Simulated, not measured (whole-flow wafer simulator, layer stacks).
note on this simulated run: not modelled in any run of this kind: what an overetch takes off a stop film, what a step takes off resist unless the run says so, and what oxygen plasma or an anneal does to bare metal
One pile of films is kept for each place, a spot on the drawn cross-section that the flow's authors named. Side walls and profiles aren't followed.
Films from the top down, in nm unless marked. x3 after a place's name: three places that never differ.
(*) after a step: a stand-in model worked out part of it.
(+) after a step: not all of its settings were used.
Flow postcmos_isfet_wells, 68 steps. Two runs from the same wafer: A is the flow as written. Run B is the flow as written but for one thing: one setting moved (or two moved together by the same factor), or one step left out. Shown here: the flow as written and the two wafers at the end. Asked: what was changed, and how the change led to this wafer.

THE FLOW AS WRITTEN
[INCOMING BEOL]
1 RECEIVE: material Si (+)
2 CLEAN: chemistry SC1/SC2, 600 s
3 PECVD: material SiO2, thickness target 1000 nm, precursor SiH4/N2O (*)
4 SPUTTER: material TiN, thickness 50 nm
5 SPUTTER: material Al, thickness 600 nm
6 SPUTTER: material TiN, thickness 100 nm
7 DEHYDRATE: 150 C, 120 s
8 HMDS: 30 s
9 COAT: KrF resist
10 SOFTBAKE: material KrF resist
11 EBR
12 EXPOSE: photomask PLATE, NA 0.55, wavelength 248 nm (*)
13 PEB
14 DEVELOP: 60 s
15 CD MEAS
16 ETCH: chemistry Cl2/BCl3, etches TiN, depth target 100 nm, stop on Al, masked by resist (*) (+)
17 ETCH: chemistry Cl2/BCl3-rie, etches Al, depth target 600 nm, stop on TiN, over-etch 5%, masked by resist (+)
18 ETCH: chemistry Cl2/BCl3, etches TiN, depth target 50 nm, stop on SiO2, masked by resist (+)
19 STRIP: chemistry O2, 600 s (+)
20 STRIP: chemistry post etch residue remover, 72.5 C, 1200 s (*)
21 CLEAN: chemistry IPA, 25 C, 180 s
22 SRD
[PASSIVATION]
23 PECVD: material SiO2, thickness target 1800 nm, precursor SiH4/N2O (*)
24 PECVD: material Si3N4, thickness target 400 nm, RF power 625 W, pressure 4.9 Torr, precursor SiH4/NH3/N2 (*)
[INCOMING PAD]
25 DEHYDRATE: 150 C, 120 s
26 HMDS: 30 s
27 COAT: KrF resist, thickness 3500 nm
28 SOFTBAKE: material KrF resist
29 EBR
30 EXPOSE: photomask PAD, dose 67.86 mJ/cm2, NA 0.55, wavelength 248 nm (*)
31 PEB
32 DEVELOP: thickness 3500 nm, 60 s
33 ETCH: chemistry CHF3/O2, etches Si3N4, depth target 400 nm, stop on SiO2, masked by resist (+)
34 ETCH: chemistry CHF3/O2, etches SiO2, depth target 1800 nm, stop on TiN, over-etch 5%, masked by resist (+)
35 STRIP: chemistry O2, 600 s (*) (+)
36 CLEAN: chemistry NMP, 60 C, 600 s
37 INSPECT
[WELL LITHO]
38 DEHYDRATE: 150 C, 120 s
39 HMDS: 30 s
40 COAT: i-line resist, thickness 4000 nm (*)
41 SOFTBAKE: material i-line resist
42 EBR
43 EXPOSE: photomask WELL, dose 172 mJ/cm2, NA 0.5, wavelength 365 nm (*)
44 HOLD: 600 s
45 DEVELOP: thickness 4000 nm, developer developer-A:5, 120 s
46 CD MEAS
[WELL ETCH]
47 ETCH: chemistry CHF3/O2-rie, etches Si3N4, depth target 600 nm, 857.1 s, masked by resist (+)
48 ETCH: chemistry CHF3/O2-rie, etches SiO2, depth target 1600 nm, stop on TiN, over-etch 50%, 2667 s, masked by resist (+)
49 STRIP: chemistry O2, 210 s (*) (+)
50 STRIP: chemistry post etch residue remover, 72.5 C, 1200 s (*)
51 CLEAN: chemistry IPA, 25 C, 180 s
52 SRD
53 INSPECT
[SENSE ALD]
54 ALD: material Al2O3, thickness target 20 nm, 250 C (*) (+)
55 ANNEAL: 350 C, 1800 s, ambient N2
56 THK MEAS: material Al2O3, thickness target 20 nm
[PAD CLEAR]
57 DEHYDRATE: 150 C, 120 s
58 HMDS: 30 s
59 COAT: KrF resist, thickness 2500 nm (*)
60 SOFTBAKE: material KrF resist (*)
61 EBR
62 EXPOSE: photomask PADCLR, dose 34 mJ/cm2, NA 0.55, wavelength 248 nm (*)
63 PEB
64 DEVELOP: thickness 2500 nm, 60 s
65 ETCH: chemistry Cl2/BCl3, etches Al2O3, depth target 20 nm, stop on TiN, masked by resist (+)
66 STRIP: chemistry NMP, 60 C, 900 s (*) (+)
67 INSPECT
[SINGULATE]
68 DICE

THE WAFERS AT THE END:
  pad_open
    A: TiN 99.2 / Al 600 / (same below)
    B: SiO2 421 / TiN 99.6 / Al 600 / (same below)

The cause: step 34, ETCH: depth target 1379 nm was run, where the flow has depth target 1800 nm.

How the change led to this, step by step:
  34 ETCH: chemistry CHF3/O2, etches SiO2, depth target 1800 nm, stop on TiN, over-etch 5%, masked by resist (+)
      pad_open: A SiO2 -1800 (all of it) | B SiO2 -1379
      field, margin, well900, well1300, well2000, well3000, pad_rim, pad_clr: A KrF resist -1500 | B KrF resist -1149.2
  35 STRIP: chemistry O2, 600 s (*) (+)
      field, margin, well900, well1300, well2000, well3000, pad_rim, pad_clr: A KrF resist -1638.4 (all of it) | B KrF resist -1989.3 (all of it)
  40 COAT: i-line resist, thickness 4000 nm (*)
      pad_clr: A i-line resist +3256.8 (new film) | B i-line resist +3389.7 (new film)
      pad_open: A i-line resist +4804.7 (new film) | B i-line resist +4653 (new film)
  41 SOFTBAKE: material i-line resist
      pad_clr: A i-line resist -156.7 | B i-line resist -116.1
      pad_open: A i-line resist +115.3 | B i-line resist +96.1
  49 STRIP: chemistry O2, 210 s (*) (+)
      pad_clr: A i-line resist -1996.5 (all of it) | B i-line resist -2170 (all of it)
      pad_open: A i-line resist -3816.3 (all of it) | B i-line resist -3645.5 (all of it)
  59 COAT: KrF resist, thickness 2500 nm (*)
      pad_rim: A KrF resist +1976.4 (new film) | B KrF resist +2072.5 (new film)
      pad_clr: A KrF resist +1691.6 (new film) | B KrF resist +1834.1 (new film)
      (and at 1 more place)
  60 SOFTBAKE: material KrF resist (*)
      pad_clr: A KrF resist -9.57 | B KrF resist -7.71
  64 DEVELOP: thickness 2500 nm, 60 s
      pad_clr: A KrF resist -1682 (all of it) | B KrF resist -1826.4 (all of it)
      pad_open: A KrF resist -3067.2 (all of it) | B KrF resist -2961 (all of it)
  66 STRIP: chemistry NMP, 60 C, 900 s (*) (+)
      pad_rim: A KrF resist -1937.7 (all of it) | B KrF resist -2033.4 (all of it)
